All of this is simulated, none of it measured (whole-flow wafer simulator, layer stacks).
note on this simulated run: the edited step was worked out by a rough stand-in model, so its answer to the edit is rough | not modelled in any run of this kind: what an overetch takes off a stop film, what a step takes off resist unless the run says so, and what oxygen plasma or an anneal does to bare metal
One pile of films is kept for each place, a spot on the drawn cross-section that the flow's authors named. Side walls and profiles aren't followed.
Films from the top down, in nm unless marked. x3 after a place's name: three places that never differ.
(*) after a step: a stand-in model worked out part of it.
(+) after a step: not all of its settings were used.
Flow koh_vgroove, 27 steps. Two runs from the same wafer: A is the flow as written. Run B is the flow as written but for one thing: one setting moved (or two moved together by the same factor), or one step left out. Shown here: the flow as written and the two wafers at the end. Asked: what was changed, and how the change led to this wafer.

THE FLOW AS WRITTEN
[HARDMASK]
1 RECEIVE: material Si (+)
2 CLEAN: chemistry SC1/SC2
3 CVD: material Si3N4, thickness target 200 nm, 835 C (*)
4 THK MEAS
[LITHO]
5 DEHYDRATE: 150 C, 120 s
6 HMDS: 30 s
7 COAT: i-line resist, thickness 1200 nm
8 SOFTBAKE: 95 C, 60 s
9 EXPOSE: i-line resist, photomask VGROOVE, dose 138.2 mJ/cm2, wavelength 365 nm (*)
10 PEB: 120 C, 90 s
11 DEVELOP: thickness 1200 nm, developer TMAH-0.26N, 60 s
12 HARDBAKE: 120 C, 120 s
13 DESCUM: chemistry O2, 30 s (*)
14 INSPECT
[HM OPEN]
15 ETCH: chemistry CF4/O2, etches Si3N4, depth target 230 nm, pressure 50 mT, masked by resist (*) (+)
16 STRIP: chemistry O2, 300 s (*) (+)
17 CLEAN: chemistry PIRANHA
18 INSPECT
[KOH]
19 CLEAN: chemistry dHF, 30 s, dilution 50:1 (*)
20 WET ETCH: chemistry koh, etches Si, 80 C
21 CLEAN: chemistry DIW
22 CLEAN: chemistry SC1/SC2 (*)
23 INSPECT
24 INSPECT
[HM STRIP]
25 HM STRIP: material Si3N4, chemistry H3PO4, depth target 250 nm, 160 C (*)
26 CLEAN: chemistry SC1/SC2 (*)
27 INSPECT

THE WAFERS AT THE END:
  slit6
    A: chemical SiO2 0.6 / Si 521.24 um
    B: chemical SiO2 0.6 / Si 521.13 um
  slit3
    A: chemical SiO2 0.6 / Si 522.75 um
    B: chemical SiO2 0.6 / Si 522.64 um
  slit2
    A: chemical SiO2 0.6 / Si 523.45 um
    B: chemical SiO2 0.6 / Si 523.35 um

The cause: step 15, ETCH: depth target 339 nm was run, where the flow has depth target 230 nm.

How the change led to this, step by step:
  15 ETCH: chemistry CF4/O2, etches Si3N4, depth target 230 nm, pressure 50 mT, masked by resist (*) (+)
      slit3, slit2, slit6, slit20: A Si3N4 -200 (all of it), chemical SiO2 -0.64 (all of it), Si -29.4 | B Si3N4 -200 (all of it), chemical SiO2 -0.64 (all of it), Si -138.4
      field: A i-line resist -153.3 | B i-line resist -226
  16 STRIP: chemistry O2, 300 s (*) (+)
      field: A i-line resist -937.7 (all of it) | B i-line resist -865 (all of it)
